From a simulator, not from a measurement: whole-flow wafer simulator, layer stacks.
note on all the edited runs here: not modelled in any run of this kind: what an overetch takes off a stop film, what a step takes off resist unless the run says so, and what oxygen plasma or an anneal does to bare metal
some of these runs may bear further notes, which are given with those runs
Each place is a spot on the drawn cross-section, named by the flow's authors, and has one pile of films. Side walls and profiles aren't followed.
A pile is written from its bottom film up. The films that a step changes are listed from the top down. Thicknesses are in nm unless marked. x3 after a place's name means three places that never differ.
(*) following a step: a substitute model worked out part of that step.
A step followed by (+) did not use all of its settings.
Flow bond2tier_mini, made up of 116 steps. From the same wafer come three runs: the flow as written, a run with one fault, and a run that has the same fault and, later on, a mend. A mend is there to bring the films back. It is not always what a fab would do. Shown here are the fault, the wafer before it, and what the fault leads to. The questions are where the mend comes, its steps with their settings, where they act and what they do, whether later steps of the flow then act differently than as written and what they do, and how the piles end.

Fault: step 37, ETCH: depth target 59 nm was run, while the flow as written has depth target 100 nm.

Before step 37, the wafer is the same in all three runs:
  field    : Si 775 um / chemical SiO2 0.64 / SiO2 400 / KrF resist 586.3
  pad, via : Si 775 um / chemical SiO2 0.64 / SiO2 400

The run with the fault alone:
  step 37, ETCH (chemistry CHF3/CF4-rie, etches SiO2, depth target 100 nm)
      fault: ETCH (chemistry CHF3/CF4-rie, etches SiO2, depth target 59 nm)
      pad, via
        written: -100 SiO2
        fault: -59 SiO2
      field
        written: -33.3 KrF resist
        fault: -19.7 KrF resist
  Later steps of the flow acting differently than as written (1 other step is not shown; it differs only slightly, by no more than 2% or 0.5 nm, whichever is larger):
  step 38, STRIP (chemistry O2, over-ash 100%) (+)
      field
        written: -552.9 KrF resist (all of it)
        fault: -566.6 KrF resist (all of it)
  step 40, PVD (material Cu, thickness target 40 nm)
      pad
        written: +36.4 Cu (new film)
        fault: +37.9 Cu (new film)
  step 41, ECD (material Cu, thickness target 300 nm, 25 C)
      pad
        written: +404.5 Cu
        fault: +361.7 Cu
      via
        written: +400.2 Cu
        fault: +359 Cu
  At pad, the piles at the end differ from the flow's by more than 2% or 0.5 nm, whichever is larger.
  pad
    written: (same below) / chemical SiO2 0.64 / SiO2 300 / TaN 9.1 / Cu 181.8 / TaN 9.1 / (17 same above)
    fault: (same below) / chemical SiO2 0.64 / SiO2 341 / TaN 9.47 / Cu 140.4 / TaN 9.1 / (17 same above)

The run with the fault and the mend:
  The mend follows step 38.
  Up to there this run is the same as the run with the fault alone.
  step 38a, COAT (KrF resist, thickness 600 nm) (*) (a further turn of the flow's step 32)
      field
        +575 KrF resist (new film)
      pad
        +626.1 KrF resist (new film)
      via
        +622.9 KrF resist (new film)
  step 38b, SOFTBAKE (KrF resist) (a further turn of the flow's step 33)
      leaves every film unchanged at each place that is followed
  step 38c, EXPOSE (photomask APAD, NA 0.6) (a further turn of the flow's step 34)
      leaves every film unchanged at each place that is followed
  step 38d, PEB (KrF resist) (a further turn of the flow's step 35)
      leaves every film unchanged at each place that is followed
  step 38e, DEVELOP (developer TMAH-0.26N, 60 s) (a further turn of the flow's step 36)
      field
        -13.7 KrF resist
      pad
        -626.1 KrF resist (all of it)
      via
        -622.9 KrF resist (all of it)
  step 38f, ETCH (chemistry CHF3/CF4-rie, etches SiO2, depth target 41 nm) (a further turn of the flow's step 37, with different settings)
      pad, via
        -41 SiO2
      field
        -13.7 KrF resist
  step 38g, STRIP (chemistry O2, over-ash 100%) (+) (a further turn of the flow's step 38)
      field
        -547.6 KrF resist (all of it)
  None of the later steps of the flow acts differently than as written at any place that is followed.
  At every place that both follow, the piles at the end match the flow's.
